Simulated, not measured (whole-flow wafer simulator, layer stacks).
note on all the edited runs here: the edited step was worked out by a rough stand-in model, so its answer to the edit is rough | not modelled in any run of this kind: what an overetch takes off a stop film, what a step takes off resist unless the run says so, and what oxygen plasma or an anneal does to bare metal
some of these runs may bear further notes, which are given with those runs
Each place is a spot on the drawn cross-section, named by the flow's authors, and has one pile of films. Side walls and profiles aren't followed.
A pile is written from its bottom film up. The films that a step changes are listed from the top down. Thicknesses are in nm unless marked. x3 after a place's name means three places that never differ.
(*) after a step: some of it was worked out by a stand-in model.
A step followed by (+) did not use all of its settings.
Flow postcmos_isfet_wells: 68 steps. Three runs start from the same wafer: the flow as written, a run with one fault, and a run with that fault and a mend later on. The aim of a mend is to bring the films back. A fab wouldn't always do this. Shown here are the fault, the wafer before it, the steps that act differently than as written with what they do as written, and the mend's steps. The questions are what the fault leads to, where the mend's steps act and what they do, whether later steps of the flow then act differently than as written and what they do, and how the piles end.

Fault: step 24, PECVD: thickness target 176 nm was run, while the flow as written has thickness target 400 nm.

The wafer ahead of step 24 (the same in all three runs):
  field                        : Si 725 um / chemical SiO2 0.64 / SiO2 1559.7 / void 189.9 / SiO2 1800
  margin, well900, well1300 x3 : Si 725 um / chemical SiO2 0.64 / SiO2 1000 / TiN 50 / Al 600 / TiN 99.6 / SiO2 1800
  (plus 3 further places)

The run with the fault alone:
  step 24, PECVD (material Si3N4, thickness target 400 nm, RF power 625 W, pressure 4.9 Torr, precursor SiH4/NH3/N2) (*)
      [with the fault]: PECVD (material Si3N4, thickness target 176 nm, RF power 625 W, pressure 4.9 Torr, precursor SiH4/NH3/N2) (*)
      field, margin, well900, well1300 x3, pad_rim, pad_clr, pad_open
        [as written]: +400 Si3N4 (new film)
        [with the fault]: +176 Si3N4 (new film)
  Steps later in the flow that act otherwise than as written (1 more step, not shown, differs only slightly: by at most 2% or 0.5 nm, whichever is larger):
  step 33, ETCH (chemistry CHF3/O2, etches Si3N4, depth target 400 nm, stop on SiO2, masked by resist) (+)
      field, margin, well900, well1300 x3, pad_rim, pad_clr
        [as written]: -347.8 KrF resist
        [with the fault]: -229.6 KrF resist
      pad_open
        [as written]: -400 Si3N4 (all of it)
        [with the fault]: -176 Si3N4 (all of it)
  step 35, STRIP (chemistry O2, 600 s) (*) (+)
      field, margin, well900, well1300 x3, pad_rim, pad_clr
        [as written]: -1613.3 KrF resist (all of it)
        [with the fault]: -1731.6 KrF resist (all of it)
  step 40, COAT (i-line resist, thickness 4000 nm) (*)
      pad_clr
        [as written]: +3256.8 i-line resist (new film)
        [with the fault]: +3326.9 i-line resist (new film)
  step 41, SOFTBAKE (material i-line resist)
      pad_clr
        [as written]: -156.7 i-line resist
        [with the fault]: -134.5 i-line resist
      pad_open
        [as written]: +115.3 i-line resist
        [with the fault]: +105.3 i-line resist
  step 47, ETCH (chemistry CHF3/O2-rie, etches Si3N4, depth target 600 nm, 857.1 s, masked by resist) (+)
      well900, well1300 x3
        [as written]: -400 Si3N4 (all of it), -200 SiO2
        [with the fault]: -176 Si3N4 (all of it), -424 SiO2
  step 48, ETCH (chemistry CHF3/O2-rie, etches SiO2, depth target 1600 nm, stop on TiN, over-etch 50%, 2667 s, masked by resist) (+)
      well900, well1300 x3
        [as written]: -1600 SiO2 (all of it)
        [with the fault]: -1376 SiO2 (all of it)
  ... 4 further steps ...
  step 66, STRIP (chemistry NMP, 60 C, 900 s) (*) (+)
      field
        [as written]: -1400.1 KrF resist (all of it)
        [with the fault]: -1506.4 KrF resist (all of it)
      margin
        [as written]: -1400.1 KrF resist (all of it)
        [with the fault]: -1506.3 KrF resist (all of it)
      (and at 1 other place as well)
  At field, margin, pad_rim, pad_clr, the piles at the end differ from the flow's by more than 2% or 0.5 nm, whichever is larger.
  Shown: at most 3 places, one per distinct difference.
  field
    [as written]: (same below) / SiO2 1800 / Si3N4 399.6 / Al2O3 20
    [with the fault]: (same below) / SiO2 1800 / Si3N4 175.6 / Al2O3 20
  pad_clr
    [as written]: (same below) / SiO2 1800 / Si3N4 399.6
    [with the fault]: (same below) / SiO2 1800 / Si3N4 175.6

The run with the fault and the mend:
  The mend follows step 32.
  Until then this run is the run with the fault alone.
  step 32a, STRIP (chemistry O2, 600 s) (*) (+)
      field, margin, well900, well1300 x3, pad_rim, pad_clr
        -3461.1 KrF resist (all of it)
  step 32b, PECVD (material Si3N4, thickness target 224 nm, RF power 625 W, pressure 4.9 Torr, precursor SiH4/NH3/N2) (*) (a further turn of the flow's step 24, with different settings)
      field, margin, well900, well1300 x3, pad_rim, pad_clr, pad_open
        +224 Si3N4
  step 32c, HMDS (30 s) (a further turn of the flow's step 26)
      alters no film at any place that is followed
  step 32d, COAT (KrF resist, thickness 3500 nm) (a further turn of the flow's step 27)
      field, margin, well900, well1300 x3, pad_rim, pad_clr, pad_open
        +3500 KrF resist (new film)
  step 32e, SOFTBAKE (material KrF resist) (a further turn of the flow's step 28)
      alters no film at any place that is followed
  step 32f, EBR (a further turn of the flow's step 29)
      alters no film at any place that is followed
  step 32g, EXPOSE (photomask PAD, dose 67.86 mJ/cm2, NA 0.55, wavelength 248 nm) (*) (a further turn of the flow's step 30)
      alters no film at any place that is followed
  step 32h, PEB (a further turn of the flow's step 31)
      field, margin, well900, well1300 x3, pad_rim, pad_clr, pad_open
        -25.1 KrF resist
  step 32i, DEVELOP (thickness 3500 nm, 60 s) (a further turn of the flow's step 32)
      field, margin, well900, well1300 x3, pad_rim, pad_clr
        -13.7 KrF resist
      pad_open
        -3474.9 KrF resist (all of it)
  None of the later steps of the flow acts differently than as written at any place that is followed.
  The piles end the same as the flow's at every place that both follow.
